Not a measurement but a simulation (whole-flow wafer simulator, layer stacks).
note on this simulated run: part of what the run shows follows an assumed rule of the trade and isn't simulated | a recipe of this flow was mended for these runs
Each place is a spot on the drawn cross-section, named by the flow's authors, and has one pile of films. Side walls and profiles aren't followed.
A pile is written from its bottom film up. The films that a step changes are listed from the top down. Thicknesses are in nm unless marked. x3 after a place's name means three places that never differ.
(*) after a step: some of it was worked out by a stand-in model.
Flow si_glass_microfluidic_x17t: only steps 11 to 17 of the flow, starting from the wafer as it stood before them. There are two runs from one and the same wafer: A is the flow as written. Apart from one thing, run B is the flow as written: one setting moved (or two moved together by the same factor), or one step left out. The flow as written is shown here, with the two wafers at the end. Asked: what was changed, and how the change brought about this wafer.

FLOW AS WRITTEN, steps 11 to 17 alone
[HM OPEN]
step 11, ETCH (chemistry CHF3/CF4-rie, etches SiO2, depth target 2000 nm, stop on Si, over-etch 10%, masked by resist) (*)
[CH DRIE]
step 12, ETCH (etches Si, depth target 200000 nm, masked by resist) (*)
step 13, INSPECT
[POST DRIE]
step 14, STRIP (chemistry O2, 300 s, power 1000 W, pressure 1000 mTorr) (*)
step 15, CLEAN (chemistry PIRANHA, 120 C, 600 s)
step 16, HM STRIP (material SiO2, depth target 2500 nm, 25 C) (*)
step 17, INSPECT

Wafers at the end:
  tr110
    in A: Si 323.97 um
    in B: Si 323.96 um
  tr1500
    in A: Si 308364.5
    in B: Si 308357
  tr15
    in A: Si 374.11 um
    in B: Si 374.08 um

The reason: step 11, ETCH: depth target 2144 nm was run, while the flow as written has depth target 2000 nm.

Step by step, how the change led to this:
  step 11, ETCH (chemistry CHF3/CF4-rie, etches SiO2, depth target 2000 nm, stop on Si, over-etch 10%, masked by resist) (*)
      tr110, tr1500, tr15: A SiO2 loses 2000 (all of it), Si loses 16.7 | B SiO2 loses 2000 (all of it), Si loses 29.9
      land: A thick-i-line-resist loses 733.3 | B thick-i-line-resist loses 786.1
  step 12, ETCH (etches Si, depth target 200000 nm, masked by resist) (*)
      tr15: A Si loses 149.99 um | B Si loses 150.01 um
  step 14, STRIP (chemistry O2, 300 s, power 1000 W, pressure 1000 mTorr) (*)
      land: A thick-i-line-resist loses 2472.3 (all of it) | B thick-i-line-resist loses 2419.6 (all of it)
